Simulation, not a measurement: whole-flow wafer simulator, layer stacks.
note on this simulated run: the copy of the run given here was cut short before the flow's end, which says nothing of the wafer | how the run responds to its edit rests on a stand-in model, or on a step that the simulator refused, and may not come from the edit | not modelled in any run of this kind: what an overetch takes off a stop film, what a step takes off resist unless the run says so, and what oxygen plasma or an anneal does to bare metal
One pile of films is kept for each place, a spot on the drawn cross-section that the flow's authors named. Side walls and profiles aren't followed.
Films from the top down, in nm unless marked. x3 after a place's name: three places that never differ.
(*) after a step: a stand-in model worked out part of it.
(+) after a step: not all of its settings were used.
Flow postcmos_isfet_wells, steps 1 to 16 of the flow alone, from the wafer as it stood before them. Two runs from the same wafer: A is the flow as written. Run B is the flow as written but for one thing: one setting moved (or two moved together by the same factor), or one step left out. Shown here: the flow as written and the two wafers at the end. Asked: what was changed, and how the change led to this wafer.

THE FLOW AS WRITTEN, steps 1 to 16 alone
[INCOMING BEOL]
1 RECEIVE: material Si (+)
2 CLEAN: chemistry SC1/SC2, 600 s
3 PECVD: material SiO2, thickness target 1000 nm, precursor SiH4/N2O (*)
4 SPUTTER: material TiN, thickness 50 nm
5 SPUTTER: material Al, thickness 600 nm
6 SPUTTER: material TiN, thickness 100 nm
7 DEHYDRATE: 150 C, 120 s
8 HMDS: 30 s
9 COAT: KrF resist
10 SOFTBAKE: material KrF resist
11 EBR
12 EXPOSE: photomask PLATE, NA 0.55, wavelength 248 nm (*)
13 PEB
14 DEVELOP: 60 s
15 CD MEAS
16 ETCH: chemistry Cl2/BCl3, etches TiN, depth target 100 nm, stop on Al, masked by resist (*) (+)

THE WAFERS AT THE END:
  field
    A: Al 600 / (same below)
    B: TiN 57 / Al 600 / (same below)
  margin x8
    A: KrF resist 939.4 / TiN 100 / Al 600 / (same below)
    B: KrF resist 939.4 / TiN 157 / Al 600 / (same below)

The cause: step 6, SPUTTER: thickness 157 nm was run, where the flow has thickness 100 nm.
It can be read off the wafer: margin x8 has TiN 157, and step 6 as written asks for 100 nm.

How the change led to this, step by step:
  6 SPUTTER: material TiN, thickness 100 nm
      field, margin x8: A TiN +100 (new film) | B TiN +157 (new film)
  16 ETCH: chemistry Cl2/BCl3, etches TiN, depth target 100 nm, stop on Al, masked by resist (*) (+)
      field: A TiN -100 (all of it) | B TiN -100
